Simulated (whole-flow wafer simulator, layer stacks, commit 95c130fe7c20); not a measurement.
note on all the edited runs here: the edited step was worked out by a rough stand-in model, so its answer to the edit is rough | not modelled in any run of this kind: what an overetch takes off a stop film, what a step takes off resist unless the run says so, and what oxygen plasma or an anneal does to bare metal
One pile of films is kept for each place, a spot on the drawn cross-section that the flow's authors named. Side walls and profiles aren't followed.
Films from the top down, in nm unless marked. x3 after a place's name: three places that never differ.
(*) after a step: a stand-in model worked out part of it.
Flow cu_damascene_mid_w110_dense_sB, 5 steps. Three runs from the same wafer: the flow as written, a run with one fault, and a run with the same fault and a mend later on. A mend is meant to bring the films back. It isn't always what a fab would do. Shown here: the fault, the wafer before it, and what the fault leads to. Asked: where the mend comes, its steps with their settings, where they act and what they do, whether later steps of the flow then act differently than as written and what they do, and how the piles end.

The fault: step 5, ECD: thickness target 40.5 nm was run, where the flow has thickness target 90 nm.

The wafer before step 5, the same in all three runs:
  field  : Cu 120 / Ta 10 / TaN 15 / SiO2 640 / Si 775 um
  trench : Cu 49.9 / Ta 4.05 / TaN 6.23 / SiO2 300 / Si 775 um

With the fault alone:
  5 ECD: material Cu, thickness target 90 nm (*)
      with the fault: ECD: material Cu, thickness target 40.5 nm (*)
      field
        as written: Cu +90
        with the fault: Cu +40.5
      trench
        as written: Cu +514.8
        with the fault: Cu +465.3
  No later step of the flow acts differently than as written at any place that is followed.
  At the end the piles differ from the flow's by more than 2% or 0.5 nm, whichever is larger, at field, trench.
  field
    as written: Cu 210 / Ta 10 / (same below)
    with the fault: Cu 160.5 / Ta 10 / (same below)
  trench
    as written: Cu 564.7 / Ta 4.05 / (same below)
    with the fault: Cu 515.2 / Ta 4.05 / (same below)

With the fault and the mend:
  The mend comes after step 5.
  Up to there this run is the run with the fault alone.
  5a ECD: material Cu, thickness target 49.5 nm (the flow's step 5 once more, with other settings)
      field, trench
        Cu +49.5
  No later step of the flow acts differently than as written at any place that is followed.
  At the end the piles are the same as the flow's at every place that both follow.
